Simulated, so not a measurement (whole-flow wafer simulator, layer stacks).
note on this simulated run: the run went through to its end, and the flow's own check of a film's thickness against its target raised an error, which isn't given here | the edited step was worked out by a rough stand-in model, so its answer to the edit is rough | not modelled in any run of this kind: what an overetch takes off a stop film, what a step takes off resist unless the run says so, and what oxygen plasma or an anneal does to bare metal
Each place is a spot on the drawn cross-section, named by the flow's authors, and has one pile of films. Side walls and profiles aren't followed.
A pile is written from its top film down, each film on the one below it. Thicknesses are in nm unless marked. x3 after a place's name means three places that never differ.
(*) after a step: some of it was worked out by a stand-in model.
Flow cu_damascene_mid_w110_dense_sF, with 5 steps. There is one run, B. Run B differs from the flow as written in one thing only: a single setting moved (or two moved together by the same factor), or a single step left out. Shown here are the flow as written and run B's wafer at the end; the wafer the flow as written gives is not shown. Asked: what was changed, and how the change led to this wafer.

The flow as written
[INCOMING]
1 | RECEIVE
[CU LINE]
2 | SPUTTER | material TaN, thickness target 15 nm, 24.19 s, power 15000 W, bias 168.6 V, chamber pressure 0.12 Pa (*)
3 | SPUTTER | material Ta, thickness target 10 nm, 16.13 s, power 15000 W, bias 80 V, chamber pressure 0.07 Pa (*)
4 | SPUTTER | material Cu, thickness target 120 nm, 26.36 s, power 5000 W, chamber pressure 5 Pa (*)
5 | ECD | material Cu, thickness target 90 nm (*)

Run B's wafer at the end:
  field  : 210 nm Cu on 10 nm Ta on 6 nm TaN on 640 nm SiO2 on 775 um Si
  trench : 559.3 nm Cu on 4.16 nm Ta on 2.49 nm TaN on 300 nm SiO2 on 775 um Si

What caused this: step 2, SPUTTER: thickness target 6 nm was run, though the flow has thickness target 15 nm; step 2, SPUTTER: 9.68 s was run, where the flow has 24.19 s.
The wafer itself shows it: field has TaN 6, and step 2 as written asks for 15 nm.

How this came from the change, step by step:
  2 | SPUTTER | material TaN, thickness target 15 nm, 24.19 s, power 15000 W, bias 168.6 V, chamber pressure 0.12 Pa (*)
      field: TaN gains 6 (new film) (as written it would have been: TaN gains 15 (new film))
      trench: TaN gains 2.49 (new film) (as written it would have been: TaN gains 6.23 (new film))
  4 | SPUTTER | material Cu, thickness target 120 nm, 26.36 s, power 5000 W, chamber pressure 5 Pa (*)
      trench: Cu gains 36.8 (new film) (as written it would have been: Cu gains 35.7 (new film))
